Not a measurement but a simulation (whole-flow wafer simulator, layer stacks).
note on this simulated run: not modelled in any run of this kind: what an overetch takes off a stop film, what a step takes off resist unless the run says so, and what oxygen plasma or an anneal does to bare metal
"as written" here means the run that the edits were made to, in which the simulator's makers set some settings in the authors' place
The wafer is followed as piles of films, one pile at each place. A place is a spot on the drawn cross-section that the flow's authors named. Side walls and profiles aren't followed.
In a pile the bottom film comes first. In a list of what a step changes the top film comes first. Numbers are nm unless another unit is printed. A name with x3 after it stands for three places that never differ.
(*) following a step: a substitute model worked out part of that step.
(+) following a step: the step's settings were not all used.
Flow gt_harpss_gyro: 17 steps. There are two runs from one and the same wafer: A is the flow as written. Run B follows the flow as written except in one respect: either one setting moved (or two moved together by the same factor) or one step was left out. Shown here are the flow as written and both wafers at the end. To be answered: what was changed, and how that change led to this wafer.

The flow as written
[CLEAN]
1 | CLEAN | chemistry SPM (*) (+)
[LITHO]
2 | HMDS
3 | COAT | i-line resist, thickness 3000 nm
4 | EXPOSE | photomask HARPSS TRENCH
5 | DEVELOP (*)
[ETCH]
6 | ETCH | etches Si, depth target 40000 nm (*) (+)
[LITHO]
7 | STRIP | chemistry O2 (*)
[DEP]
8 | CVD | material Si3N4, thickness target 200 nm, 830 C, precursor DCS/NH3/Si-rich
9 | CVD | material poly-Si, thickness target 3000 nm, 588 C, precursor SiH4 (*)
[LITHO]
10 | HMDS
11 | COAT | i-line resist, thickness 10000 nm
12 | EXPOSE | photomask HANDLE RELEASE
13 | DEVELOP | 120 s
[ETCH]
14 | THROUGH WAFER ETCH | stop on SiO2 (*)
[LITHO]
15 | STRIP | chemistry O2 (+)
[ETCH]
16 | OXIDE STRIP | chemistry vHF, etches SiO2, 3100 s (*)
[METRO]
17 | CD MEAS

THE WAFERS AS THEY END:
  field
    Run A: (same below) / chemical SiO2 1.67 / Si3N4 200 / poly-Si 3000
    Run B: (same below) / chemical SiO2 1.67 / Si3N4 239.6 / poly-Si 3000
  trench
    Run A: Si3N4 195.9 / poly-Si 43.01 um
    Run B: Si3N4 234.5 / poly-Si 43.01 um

The reason: step 8, CVD: thickness target 239.6 nm was run, whereas the flow has thickness target 200 nm.
The wafer lets one read it off: field has Si3N4 239.6, and step 8 as written asks for 200 nm.

Step by step, how the change led to this:
  8 | CVD | material Si3N4, thickness target 200 nm, 830 C, precursor DCS/NH3/Si-rich
      field: A Si3N4 gains 200 (new film) | B Si3N4 gains 239.6 (new film)
      trench: A Si3N4 gains 195.9 (new film) | B Si3N4 gains 234.5 (new film)
